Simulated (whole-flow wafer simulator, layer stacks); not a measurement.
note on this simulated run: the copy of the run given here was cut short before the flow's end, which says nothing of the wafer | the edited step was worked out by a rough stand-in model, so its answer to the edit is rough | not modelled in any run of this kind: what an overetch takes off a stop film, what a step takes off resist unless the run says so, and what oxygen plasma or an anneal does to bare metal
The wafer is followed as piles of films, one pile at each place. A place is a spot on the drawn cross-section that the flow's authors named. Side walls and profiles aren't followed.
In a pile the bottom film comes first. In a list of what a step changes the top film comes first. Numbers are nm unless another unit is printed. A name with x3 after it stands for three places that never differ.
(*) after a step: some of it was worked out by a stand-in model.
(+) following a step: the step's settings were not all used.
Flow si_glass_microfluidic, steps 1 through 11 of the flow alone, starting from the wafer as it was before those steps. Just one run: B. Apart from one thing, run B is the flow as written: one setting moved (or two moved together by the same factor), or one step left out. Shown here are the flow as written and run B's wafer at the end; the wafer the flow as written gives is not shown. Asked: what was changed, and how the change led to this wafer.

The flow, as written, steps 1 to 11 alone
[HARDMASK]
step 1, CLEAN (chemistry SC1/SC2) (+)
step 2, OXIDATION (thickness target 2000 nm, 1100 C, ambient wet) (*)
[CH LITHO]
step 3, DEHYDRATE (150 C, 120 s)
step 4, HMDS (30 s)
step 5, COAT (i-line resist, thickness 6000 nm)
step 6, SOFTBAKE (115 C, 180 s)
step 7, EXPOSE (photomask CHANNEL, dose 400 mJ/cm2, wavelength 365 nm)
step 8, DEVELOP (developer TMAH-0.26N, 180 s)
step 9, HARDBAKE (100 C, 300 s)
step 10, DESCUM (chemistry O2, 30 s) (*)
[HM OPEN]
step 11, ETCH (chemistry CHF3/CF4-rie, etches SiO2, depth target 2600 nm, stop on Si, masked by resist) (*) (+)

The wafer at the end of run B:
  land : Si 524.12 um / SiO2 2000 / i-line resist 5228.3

What caused this: step 11, ETCH: depth target 2210 nm was run, though the flow has depth target 2600 nm.

How this came from the change, step by step:
  step 11, ETCH (chemistry CHF3/CF4-rie, etches SiO2, depth target 2600 nm, stop on Si, masked by resist) (*) (+)
      land: -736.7 i-line resist (in the flow as written it would be: -866.7 i-line resist)
